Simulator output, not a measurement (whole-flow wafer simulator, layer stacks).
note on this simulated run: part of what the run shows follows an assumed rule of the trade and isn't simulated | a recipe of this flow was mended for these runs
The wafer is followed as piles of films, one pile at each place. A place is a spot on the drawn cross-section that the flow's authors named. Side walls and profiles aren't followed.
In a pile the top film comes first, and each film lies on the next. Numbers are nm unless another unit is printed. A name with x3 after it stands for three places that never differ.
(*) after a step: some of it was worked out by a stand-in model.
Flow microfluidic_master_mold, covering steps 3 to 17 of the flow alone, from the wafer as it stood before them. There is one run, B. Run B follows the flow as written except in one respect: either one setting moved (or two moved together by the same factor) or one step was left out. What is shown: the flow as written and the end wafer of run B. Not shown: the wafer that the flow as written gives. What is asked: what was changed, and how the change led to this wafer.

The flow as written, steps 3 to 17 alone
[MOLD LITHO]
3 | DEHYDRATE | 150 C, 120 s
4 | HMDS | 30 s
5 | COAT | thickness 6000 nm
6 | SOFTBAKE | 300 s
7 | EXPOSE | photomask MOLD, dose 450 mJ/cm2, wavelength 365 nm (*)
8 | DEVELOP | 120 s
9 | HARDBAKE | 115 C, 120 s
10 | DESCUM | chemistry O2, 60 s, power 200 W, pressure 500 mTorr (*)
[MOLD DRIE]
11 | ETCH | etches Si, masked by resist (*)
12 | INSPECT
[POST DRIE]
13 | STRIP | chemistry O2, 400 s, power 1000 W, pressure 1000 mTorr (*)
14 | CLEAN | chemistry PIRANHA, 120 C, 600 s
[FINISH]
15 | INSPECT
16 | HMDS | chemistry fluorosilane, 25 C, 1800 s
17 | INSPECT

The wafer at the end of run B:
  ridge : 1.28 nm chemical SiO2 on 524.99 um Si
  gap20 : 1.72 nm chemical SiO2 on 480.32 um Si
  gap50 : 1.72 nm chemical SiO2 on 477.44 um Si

The reason: step 5, COAT: thickness 6966 nm was run, while the flow as written has thickness 6000 nm.

The path from the change to this, step by step:
  5 | COAT | thickness 6000 nm
      ridge, gap20, gap50, gap200 x2: +6966 thick-i-line-resist (new film) (it would be, as written: +6000 thick-i-line-resist (new film))
  8 | DEVELOP | 120 s
      gap20, gap50, gap200 x2: -6966 thick-i-line-resist (all of it) (it would be, as written: -6000 thick-i-line-resist (all of it))
  9 | HARDBAKE | 115 C, 120 s
      ridge: -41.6 thick-i-line-resist (it would be, as written: -33.5 thick-i-line-resist)
  11 | ETCH | etches Si, masked by resist (*)
      gap20: -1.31 chemical SiO2 (all of it), -44.67 um Si (it would be, as written: -1.31 chemical SiO2 (all of it), -44.81 um Si)
      gap50: -1.31 chemical SiO2 (all of it), -47.56 um Si (it would be, as written: -1.31 chemical SiO2 (all of it), -47.62 um Si)
  13 | STRIP | chemistry O2, 400 s, power 1000 W, pressure 1000 mTorr (*)
      ridge: -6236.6 thick-i-line-resist (all of it), +0.68 chemical SiO2, -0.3 Si (it would be, as written: -5278.7 thick-i-line-resist (all of it), +0.78 chemical SiO2, -0.34 Si)
